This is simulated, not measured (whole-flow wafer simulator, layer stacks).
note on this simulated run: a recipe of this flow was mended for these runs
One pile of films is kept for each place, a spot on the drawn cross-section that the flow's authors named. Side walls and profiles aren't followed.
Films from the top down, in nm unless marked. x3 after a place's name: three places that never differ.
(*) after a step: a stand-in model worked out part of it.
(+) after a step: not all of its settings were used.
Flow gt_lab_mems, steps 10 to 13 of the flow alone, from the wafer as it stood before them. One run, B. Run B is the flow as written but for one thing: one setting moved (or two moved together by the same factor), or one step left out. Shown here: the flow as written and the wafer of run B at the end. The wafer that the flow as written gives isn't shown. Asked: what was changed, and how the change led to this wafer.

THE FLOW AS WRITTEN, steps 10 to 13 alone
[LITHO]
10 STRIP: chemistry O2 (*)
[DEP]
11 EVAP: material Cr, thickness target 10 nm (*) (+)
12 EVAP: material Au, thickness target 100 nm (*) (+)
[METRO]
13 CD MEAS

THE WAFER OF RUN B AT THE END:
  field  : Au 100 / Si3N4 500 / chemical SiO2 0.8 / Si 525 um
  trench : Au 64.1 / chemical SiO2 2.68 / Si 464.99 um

The cause: step 11, EVAP: material Cr, thickness target 10 nm (*) (+), was left out.

How the change led to this, step by step:
  (no step that both runs have acts differently)
